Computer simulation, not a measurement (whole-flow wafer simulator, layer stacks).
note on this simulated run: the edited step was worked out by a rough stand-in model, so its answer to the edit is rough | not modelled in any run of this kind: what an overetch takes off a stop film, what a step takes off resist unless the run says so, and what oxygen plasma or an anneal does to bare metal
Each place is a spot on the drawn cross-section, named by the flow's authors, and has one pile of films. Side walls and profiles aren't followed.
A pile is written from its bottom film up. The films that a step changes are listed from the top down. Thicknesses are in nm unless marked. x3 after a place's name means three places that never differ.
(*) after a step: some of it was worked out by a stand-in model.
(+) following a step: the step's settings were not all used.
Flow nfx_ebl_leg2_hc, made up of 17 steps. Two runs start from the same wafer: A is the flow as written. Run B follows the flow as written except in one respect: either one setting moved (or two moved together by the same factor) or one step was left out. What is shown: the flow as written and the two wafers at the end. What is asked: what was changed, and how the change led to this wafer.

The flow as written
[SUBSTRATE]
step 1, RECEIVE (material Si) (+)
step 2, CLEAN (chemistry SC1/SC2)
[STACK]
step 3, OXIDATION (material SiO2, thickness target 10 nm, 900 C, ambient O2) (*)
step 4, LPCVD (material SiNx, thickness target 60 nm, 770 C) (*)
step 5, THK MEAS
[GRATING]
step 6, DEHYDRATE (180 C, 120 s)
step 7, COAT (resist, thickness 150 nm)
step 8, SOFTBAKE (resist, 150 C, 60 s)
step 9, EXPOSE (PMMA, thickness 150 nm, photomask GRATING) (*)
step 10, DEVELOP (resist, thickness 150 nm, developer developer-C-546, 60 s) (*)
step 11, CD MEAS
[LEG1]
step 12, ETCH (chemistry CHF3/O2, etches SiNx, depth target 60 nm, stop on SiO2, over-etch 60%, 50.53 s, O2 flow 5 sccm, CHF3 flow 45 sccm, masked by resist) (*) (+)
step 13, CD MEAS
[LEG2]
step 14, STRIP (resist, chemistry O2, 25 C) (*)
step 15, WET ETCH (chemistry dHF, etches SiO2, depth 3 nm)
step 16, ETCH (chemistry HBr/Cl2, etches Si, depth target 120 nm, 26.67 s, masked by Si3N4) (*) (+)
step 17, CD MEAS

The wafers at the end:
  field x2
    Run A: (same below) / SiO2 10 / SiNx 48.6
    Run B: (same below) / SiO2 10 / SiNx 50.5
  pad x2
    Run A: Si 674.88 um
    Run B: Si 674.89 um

What caused this: step 16, ETCH: depth target 100.2 nm was run, though the flow has depth target 120 nm; step 16, ETCH: 22.27 s was run, where the flow has 26.67 s.

How this came from the change, step by step:
  step 16, ETCH (chemistry HBr/Cl2, etches Si, depth target 120 nm, 26.67 s, masked by Si3N4) (*) (+)
      field x2: A -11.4 SiNx | B -9.54 SiNx
      pad x2: A -120 Si | B -100.2 Si
